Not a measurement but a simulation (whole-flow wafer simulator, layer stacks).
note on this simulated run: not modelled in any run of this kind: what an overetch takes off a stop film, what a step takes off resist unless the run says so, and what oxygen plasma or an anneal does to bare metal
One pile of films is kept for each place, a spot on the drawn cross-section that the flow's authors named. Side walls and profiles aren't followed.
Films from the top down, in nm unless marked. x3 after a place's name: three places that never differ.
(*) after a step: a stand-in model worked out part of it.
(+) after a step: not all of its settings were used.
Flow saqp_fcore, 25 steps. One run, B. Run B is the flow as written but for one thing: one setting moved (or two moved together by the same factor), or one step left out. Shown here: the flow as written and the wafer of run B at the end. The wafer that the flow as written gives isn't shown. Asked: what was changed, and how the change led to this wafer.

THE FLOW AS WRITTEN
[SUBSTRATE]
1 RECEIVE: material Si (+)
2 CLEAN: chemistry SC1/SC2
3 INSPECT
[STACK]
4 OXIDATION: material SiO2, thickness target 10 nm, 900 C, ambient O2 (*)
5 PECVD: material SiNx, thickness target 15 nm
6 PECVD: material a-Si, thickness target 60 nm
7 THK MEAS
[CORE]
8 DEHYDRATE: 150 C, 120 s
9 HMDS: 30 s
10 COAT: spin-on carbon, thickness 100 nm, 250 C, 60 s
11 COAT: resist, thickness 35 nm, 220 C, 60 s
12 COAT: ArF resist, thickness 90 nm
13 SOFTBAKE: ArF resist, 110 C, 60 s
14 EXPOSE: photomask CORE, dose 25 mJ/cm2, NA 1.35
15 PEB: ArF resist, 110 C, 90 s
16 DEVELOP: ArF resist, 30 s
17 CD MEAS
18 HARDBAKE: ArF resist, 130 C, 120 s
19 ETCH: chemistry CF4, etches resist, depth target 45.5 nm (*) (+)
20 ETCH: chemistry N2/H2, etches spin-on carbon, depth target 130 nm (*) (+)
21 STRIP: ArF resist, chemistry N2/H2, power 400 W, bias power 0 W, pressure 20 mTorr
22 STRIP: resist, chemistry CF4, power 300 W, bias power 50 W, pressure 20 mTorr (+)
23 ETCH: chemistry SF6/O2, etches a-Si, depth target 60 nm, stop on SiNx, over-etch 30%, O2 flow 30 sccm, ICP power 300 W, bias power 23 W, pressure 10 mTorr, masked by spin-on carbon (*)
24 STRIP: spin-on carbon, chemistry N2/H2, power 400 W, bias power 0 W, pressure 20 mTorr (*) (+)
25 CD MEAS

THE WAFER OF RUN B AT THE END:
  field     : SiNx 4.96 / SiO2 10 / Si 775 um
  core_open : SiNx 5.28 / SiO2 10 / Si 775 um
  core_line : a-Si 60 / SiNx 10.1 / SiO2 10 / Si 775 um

The cause: step 5, PECVD: thickness target 10.1 nm was run, where the flow has thickness target 15 nm.
It can be read off the wafer: core_line has SiNx 10.1, and step 5 as written asks for 15 nm.

How the change led to this, step by step:
  5 PECVD: material SiNx, thickness target 15 nm
      field, core_open, core_line: SiNx +10.1 (new film) (as written it would be: SiNx +15 (new film))
